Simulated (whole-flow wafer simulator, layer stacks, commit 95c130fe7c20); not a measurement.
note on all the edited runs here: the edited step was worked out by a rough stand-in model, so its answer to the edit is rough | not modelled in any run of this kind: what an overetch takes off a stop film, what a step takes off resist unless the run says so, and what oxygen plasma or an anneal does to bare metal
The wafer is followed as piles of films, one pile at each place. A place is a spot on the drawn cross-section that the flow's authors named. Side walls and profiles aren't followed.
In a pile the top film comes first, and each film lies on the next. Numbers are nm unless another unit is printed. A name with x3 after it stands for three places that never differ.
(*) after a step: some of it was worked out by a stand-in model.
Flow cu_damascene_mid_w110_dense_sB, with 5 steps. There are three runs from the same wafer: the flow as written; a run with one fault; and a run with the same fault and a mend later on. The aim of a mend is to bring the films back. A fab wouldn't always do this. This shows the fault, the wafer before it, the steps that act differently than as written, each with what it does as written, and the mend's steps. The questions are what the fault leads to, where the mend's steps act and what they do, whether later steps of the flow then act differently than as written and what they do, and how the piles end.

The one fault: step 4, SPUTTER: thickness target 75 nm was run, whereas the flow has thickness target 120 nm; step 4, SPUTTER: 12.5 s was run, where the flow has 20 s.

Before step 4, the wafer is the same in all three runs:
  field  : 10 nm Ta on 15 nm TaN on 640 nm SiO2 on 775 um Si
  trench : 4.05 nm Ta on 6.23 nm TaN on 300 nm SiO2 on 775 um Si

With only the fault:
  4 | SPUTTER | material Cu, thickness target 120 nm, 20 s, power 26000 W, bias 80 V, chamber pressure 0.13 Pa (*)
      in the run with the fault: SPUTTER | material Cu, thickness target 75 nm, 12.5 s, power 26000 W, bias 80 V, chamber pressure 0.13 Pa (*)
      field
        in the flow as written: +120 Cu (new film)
        in the run with the fault: +75 Cu (new film)
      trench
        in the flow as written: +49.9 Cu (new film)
        in the run with the fault: +31.2 Cu (new film)
  Steps further on in the flow that do not act as written:
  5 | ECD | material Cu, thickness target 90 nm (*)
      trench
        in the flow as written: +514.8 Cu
        in the run with the fault: +488.5 Cu
  The piles end different from the flow's at field, trench by more than 2% or 0.5 nm, whichever is larger.
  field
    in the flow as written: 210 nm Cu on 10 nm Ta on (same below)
    in the run with the fault: 165 nm Cu on 10 nm Ta on (same below)
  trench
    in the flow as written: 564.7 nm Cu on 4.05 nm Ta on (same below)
    in the run with the fault: 519.7 nm Cu on 4.05 nm Ta on (same below)

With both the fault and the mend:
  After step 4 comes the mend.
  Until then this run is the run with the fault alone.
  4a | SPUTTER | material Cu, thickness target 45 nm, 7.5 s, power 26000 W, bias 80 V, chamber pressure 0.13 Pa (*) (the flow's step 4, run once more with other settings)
      field
        +45 Cu
      trench
        +15 Cu
  Later steps of the flow that are run all act as written at every place that is followed, up to a difference of at most 2% or 0.5 nm, whichever is larger.
  At every place that both follow, the piles at the end match the flow's.
